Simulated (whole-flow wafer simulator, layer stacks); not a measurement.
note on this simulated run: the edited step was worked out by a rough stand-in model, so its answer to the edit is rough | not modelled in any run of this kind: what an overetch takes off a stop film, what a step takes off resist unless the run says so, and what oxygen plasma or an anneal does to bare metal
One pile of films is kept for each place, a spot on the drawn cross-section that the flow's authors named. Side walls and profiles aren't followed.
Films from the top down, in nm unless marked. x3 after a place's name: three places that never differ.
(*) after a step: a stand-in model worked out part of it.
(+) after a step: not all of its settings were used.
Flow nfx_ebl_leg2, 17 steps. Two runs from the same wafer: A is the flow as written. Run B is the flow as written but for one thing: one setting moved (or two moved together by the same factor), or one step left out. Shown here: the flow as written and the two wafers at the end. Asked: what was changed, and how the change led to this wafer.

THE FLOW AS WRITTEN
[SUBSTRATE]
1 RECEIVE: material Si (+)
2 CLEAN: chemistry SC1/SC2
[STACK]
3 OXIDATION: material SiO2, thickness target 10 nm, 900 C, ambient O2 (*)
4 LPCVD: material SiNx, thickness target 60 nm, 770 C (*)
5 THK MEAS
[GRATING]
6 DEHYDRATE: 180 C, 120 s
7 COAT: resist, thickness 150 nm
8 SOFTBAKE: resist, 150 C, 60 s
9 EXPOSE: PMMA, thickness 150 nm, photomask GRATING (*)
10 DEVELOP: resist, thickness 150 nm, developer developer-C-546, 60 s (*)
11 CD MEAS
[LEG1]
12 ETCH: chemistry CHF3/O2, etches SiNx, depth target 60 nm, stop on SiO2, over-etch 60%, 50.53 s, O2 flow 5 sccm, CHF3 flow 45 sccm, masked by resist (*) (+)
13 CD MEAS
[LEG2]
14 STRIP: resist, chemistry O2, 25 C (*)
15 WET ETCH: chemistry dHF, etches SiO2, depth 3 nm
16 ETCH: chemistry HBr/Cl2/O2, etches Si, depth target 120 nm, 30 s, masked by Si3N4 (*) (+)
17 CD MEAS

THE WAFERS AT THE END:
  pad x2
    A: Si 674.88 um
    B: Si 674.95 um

The cause: step 16, ETCH: depth target 48 nm was run, where the flow has depth target 120 nm.

How the change led to this, step by step:
  16 ETCH: chemistry HBr/Cl2/O2, etches Si, depth target 120 nm, 30 s, masked by Si3N4 (*) (+)
      pad x2: A Si -120 | B Si -48
